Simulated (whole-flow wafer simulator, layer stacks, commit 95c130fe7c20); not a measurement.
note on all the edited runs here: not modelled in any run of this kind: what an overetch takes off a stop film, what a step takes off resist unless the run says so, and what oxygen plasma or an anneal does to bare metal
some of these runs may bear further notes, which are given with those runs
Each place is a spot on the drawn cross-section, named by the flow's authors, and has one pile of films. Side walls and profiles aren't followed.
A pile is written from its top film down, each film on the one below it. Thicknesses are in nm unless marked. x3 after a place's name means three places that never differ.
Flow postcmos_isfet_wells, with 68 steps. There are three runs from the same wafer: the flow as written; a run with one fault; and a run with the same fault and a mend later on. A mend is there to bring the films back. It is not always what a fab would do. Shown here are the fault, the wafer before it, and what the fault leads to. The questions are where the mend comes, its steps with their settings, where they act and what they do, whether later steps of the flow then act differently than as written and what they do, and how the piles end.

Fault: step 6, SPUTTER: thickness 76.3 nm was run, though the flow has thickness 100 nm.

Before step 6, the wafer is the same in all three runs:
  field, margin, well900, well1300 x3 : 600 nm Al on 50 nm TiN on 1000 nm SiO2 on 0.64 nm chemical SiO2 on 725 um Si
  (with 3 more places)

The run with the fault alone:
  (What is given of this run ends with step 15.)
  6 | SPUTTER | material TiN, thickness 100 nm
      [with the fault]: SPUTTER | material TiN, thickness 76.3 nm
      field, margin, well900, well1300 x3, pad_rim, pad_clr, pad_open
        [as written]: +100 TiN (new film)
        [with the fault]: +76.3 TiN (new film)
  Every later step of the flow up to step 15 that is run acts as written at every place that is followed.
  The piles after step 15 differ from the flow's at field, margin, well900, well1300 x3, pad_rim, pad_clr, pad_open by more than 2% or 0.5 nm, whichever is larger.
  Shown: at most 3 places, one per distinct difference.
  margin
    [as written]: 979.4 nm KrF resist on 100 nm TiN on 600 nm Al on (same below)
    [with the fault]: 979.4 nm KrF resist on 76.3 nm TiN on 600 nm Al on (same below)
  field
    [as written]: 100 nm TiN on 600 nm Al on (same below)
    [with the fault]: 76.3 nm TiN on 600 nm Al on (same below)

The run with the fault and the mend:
  After step 6 comes the mend.
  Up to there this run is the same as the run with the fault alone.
  6a | ETCH | chemistry peroxide tin strip, depth target 87.74 nm
      field, margin, well900, well1300 x3, pad_rim, pad_clr, pad_open
        -76.3 TiN (all of it)
  6b | SPUTTER | material TiN, thickness 100 nm (a further turn of the flow's step 6)
      field, margin, well900, well1300 x3, pad_rim, pad_clr, pad_open
        +100 TiN (new film)
  Every later step of the flow that is run acts as written at every place that is followed.
  The piles end the same as the flow's at every place that both follow.
